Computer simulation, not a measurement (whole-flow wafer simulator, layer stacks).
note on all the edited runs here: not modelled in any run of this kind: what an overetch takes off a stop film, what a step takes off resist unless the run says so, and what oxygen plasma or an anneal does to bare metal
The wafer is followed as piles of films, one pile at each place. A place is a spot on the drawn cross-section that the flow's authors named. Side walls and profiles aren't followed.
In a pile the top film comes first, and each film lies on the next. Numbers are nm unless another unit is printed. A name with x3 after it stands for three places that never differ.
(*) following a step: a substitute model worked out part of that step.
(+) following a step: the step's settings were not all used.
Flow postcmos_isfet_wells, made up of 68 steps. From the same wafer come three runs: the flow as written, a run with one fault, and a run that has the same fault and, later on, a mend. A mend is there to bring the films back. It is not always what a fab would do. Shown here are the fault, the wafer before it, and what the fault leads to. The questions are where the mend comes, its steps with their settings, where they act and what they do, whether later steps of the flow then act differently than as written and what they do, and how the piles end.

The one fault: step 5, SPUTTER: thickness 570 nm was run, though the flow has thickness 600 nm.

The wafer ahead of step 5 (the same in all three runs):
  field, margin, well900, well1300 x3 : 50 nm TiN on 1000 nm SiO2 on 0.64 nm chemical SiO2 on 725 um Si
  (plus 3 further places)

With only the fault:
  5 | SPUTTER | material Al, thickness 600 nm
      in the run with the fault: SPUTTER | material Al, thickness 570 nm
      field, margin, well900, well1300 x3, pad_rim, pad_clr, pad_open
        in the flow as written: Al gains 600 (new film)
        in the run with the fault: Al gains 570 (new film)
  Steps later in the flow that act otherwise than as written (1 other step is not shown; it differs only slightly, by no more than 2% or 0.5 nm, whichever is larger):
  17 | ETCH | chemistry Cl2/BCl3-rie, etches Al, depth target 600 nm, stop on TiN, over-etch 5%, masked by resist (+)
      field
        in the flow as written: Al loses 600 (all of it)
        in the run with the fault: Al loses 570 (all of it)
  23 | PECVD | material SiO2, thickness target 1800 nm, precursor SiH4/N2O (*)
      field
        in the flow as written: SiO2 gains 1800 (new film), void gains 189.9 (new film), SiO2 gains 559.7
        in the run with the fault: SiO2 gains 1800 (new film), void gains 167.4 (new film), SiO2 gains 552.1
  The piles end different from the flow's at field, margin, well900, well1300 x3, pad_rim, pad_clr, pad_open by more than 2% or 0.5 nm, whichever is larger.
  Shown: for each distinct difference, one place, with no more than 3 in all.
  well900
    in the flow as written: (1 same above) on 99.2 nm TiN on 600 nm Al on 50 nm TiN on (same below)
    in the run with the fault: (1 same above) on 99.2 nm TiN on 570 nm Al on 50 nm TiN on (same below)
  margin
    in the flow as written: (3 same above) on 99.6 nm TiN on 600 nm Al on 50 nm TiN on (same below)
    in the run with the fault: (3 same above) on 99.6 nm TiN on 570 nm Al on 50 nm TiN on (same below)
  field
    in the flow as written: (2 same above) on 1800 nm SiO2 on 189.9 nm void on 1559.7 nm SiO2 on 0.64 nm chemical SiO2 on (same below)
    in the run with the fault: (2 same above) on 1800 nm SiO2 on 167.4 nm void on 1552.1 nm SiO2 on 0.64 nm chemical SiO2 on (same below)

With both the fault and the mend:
  The mend stands after step 5.
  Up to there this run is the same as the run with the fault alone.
  5a | SPUTTER | material Al, thickness 30 nm (the flow's step 5 again, with other settings)
      field, margin, well900, well1300 x3, pad_rim, pad_clr, pad_open
        Al gains 30
  Every later step of the flow that is run acts as written at every place that is followed.
  The piles end the same as the flow's at every place that both follow.
